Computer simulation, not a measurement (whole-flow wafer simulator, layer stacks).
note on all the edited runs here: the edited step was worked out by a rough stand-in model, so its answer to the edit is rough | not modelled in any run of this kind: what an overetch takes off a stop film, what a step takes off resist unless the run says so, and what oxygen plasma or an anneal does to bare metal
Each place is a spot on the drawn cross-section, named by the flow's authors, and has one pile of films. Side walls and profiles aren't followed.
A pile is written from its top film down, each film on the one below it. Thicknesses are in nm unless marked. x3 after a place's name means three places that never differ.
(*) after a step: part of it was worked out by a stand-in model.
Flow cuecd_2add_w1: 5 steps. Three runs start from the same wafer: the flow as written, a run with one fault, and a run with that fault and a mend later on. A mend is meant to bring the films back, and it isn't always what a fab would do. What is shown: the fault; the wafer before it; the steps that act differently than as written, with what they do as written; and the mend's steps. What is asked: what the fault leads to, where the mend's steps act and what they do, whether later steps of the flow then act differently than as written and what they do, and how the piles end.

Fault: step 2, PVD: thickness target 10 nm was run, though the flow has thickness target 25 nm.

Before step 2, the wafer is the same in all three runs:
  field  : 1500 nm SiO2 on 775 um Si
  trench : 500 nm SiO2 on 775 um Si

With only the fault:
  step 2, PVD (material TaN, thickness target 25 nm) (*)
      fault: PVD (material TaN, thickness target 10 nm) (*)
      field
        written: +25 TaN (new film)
        fault: +10 TaN (new film)
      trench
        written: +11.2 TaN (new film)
        fault: +4.5 TaN (new film)
  Later steps of the flow that are run all act as written at every place that is followed, up to a difference of at most 2% or 0.5 nm, whichever is larger.
  At field, trench, the piles at the end differ from the flow's by more than 2% or 0.5 nm, whichever is larger.
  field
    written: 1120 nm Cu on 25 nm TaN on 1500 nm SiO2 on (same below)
    fault: 1120 nm Cu on 10 nm TaN on 1500 nm SiO2 on (same below)
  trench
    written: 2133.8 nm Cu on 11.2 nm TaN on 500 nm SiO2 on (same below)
    fault: 2125.5 nm Cu on 4.5 nm TaN on 500 nm SiO2 on (same below)

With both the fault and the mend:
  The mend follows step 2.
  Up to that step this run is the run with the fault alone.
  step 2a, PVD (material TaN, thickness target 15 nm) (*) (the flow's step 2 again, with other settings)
      field
        +15 TaN
      trench
        +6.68 TaN
  Later steps of the flow that are run all act as written at every place that is followed.
  By the end, the piles equal the flow's at every place that both follow.
